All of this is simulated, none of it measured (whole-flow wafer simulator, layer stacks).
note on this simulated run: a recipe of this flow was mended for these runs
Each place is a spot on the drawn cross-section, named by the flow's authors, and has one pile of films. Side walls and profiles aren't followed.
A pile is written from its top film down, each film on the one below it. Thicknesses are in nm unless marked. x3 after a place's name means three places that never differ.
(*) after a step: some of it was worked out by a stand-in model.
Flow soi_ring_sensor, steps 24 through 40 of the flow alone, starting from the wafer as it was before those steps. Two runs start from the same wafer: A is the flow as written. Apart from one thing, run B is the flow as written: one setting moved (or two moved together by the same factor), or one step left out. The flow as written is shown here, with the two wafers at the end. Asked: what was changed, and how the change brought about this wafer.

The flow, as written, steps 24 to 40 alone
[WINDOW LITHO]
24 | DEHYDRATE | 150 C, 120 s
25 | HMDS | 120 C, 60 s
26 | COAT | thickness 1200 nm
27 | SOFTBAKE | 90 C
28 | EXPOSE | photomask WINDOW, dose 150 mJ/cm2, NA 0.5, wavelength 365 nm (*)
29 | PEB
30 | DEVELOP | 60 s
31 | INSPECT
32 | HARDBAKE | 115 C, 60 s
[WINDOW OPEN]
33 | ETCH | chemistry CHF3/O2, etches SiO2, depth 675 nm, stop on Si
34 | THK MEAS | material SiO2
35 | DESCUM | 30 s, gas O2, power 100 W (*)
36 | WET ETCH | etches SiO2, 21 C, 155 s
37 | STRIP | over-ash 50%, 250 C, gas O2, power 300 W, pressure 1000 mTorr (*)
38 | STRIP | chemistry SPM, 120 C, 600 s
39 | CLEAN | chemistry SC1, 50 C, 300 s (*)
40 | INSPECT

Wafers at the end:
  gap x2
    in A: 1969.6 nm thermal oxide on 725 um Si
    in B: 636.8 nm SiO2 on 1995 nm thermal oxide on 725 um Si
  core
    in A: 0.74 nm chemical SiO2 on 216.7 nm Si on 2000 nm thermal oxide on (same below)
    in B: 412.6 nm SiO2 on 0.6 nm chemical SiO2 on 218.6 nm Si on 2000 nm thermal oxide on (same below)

What caused this: step 33, ETCH: chemistry CHF3/O2, etches SiO2, depth 675 nm, stop on Si, was not run.

How this came from the change, step by step:
  35 | DESCUM | 30 s, gas O2, power 100 W (*)
      field x2, core_clad: A i-line-resist loses 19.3 | B i-line-resist loses 26.4
  36 | WET ETCH | etches SiO2, 21 C, 155 s
      gap x2: A SiO2 loses 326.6 (all of it), thermal oxide loses 25 | B SiO2 loses 364.2
      core: A SiO2 loses 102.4 (all of it), chemical SiO2 loses 0.6 (all of it), Si loses 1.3 | B SiO2 loses 364.2
  37 | STRIP | over-ash 50%, 250 C, gas O2, power 300 W, pressure 1000 mTorr (*)
      core: A chemical SiO2 gains 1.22 (new film), Si loses 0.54 | B nothing
      field x2, core_clad: A i-line-resist loses 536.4 (all of it) | B i-line-resist loses 1091.8 (all of it)
  39 | CLEAN | chemistry SC1, 50 C, 300 s (*)
      gap x2: A thermal oxide loses 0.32 | B SiO2 loses 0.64
      core: A chemical SiO2 loses 0.48 | B SiO2 loses 0.64
